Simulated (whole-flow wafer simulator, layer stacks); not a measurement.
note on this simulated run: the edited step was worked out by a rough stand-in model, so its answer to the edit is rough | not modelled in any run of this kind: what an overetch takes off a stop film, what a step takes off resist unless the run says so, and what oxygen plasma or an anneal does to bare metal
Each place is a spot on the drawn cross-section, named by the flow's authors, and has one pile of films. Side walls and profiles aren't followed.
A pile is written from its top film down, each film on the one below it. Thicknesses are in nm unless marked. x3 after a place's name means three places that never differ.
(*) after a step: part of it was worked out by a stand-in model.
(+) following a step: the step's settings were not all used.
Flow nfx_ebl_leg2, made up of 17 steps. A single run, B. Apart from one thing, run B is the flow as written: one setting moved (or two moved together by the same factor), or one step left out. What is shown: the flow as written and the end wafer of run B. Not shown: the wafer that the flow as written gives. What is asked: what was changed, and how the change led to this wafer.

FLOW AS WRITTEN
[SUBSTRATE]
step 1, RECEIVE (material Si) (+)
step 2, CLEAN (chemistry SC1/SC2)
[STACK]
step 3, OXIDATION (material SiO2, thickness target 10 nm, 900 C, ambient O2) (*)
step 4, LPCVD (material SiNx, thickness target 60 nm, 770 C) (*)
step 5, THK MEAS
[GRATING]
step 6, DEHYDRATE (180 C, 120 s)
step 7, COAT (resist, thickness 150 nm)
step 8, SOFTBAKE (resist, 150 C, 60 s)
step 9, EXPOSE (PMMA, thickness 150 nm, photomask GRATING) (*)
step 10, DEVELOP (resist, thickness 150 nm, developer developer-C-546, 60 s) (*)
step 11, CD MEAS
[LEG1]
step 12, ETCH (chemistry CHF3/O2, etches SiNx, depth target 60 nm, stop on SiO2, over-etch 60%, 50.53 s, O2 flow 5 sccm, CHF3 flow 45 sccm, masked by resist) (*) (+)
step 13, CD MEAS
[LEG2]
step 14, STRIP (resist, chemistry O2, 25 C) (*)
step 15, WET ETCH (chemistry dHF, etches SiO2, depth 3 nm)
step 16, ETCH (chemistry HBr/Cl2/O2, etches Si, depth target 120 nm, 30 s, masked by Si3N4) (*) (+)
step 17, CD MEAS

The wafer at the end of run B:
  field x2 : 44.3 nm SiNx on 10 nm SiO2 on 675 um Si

The reason: step 4, LPCVD: thickness target 51.1 nm was run, though the flow has thickness target 60 nm.

The path from the change to this, step by step:
  step 4, LPCVD (material SiNx, thickness target 60 nm, 770 C) (*)
      field x2, pad x2: +51.1 SiNx (new film) (as written it would have been: +60 SiNx (new film))
  step 12, ETCH (chemistry CHF3/O2, etches SiNx, depth target 60 nm, stop on SiO2, over-etch 60%, 50.53 s, O2 flow 5 sccm, CHF3 flow 45 sccm, masked by resist) (*) (+)
      pad x2: -51.1 SiNx (all of it), -10 SiO2 (all of it) (as written it would have been: -60 SiNx (all of it), -10 SiO2 (all of it))
